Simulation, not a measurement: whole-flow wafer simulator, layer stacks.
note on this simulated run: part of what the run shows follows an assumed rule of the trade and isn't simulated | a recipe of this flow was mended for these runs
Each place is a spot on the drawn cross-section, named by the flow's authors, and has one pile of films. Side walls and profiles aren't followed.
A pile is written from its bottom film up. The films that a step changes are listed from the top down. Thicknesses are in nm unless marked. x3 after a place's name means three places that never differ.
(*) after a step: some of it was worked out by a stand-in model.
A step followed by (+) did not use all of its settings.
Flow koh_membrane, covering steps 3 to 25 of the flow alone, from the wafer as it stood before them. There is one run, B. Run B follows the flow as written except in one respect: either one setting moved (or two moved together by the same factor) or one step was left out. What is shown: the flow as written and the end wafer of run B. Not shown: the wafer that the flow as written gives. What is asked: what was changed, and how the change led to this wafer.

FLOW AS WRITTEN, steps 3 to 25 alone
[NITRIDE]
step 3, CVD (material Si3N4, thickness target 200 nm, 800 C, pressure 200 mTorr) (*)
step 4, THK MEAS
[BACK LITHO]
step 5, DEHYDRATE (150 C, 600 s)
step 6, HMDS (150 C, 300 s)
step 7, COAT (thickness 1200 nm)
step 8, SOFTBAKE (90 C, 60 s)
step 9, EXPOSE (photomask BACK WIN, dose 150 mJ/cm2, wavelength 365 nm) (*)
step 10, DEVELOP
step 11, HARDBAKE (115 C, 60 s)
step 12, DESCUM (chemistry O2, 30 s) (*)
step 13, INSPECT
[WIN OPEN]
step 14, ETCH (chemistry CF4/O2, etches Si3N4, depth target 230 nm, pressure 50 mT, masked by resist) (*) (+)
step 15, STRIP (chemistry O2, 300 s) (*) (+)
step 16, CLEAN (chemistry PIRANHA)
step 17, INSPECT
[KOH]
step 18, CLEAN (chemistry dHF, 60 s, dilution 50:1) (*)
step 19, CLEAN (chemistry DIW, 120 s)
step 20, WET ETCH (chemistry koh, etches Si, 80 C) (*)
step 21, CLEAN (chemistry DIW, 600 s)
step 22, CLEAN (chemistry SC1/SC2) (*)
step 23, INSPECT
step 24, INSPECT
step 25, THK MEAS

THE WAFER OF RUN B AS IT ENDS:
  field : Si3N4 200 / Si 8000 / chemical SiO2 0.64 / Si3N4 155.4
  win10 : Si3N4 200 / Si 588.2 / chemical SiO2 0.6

The reason: step 3, CVD: thickness target 157 nm was run, whereas the flow has thickness target 200 nm.

How this came from the change, step by step:
  step 3, CVD (material Si3N4, thickness target 200 nm, 800 C, pressure 200 mTorr) (*)
      field, win20 x4, win10: Si3N4 gains 157 (new film) (as written it would have been: Si3N4 gains 200 (new film))
  step 14, ETCH (chemistry CF4/O2, etches Si3N4, depth target 230 nm, pressure 50 mT, masked by resist) (*) (+)
      win20 x4, win10: Si3N4 loses 157 (all of it), chemical SiO2 loses 0.64 (all of it), Si loses 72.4 (as written it would have been: Si3N4 loses 200 (all of it), chemical SiO2 loses 0.64 (all of it), Si loses 29.4)
